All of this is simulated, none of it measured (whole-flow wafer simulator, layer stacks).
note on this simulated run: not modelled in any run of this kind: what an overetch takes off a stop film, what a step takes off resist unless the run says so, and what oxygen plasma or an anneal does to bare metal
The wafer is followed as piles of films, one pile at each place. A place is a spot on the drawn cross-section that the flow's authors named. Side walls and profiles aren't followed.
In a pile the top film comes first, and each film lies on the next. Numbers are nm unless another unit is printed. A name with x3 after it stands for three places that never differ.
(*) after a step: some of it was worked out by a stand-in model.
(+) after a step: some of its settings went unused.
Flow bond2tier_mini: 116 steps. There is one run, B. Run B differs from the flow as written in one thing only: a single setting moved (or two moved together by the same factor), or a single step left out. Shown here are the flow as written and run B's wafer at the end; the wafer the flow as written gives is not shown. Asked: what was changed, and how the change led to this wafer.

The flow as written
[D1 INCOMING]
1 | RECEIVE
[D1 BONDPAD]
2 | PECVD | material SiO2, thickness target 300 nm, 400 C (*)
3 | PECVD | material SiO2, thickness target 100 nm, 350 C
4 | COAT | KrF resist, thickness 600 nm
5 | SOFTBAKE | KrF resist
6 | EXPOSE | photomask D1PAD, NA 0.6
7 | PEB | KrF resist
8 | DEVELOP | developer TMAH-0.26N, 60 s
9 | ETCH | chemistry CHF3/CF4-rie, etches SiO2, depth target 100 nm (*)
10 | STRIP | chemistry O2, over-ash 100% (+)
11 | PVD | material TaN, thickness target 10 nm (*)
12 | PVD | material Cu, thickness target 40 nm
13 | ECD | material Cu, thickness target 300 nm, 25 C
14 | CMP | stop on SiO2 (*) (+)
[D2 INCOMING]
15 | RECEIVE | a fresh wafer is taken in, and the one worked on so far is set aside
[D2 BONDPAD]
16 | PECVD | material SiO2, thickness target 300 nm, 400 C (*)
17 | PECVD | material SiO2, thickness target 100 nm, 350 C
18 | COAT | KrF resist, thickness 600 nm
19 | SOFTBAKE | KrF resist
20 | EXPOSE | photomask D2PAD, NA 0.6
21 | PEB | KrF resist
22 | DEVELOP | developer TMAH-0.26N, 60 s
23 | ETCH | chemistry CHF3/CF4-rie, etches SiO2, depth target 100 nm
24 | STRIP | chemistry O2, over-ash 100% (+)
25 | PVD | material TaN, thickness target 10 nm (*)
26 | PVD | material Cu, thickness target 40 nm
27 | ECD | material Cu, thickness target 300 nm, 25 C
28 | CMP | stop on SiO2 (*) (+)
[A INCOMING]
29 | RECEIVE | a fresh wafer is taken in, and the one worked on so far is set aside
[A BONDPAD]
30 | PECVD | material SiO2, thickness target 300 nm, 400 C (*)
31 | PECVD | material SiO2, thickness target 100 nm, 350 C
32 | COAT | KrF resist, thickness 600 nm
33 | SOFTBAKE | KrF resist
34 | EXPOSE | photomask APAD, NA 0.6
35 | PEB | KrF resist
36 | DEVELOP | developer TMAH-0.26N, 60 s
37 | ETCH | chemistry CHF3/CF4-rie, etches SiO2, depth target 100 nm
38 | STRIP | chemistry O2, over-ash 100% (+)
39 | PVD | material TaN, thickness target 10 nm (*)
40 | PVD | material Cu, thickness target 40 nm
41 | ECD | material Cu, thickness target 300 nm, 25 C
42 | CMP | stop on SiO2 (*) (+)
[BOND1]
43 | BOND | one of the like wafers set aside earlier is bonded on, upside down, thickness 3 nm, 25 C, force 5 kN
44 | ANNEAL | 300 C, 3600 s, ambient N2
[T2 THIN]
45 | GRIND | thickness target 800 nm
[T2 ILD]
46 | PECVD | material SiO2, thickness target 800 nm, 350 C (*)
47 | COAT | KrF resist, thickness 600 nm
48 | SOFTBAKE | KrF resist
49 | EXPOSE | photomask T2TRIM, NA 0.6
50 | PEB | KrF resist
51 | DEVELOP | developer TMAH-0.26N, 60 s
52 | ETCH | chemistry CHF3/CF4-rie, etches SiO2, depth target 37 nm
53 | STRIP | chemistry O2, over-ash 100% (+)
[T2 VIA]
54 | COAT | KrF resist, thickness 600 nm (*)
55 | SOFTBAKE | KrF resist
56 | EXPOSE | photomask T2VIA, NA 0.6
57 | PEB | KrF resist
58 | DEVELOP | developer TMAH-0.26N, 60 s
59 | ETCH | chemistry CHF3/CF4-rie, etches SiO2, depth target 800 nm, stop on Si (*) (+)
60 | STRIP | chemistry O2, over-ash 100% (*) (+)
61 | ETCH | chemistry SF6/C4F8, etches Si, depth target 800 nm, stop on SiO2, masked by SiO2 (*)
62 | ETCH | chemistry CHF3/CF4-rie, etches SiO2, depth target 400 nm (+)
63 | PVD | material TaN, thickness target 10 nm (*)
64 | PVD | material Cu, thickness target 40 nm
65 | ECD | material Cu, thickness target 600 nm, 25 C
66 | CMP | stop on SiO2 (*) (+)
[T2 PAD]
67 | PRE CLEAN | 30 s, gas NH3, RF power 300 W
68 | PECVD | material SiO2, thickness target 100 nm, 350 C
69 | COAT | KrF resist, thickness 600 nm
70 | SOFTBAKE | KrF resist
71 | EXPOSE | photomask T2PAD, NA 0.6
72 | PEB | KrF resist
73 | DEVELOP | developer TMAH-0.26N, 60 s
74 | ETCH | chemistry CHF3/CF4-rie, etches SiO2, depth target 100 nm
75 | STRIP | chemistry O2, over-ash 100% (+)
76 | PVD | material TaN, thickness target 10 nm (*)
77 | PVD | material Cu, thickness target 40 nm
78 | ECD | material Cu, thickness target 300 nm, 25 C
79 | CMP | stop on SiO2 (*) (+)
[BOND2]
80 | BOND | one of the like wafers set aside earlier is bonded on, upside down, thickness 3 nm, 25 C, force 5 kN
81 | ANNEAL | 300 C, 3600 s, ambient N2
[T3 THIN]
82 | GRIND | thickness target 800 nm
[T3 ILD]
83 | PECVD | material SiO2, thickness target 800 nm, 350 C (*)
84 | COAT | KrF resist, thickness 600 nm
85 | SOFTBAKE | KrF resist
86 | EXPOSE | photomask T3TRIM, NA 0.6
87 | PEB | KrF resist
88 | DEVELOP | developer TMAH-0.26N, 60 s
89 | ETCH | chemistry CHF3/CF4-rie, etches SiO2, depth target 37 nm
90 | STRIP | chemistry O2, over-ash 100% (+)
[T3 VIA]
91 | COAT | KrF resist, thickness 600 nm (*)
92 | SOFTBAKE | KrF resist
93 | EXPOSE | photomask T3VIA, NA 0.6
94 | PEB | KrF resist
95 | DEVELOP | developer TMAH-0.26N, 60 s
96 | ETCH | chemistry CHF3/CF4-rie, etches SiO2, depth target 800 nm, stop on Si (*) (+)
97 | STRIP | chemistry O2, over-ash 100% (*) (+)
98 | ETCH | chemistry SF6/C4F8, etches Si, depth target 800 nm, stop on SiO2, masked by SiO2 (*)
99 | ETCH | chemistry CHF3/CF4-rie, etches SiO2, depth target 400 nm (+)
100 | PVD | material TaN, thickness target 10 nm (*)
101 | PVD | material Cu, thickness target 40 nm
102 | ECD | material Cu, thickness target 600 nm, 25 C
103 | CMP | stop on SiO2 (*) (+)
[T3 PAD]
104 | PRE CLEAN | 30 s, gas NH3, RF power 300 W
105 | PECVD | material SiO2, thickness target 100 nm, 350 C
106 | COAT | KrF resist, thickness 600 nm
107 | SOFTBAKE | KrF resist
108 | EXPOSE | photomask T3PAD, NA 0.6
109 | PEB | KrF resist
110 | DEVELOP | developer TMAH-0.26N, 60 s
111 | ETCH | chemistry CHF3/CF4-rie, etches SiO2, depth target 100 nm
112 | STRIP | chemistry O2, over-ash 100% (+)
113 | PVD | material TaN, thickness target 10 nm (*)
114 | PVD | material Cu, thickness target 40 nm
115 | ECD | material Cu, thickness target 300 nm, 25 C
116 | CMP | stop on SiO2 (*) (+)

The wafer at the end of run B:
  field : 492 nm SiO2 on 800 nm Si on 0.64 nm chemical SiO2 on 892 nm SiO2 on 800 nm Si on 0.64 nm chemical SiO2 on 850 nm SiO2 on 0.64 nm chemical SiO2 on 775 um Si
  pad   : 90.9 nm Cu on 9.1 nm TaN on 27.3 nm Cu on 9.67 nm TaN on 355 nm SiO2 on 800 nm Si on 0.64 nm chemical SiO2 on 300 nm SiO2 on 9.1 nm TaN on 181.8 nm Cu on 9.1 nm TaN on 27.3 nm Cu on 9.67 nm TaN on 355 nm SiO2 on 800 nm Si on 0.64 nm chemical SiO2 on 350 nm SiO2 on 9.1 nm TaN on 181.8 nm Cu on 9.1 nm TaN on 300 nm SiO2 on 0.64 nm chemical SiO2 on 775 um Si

The reason: step 3, PECVD: thickness target 150 nm was run, whereas the flow has thickness target 100 nm.

How this came from the change, step by step:
  3 | PECVD | material SiO2, thickness target 100 nm, 350 C
      field, pad, via: SiO2 gains 150 (as written it would have been: SiO2 gains 100)
  43 | BOND | one of the like wafers set aside earlier is bonded on, upside down, thickness 3 nm, 25 C, force 5 kN
      field: Si gains 775 um (new film), chemical SiO2 gains 0.64 (new film), SiO2 gains 450 (as written it would have been: Si gains 775 um (new film), chemical SiO2 gains 0.64 (new film), SiO2 gains 400)
      pad: Si gains 775 um (new film), chemical SiO2 gains 0.64 (new film), SiO2 gains 350 (new film), TaN gains 9.1 (new film), Cu gains 90.9 (as written it would have been: Si gains 775 um (new film), chemical SiO2 gains 0.64 (new film), SiO2 gains 300 (new film), TaN gains 9.1 (new film), Cu gains 90.9)
      (as well as at 1 more place)
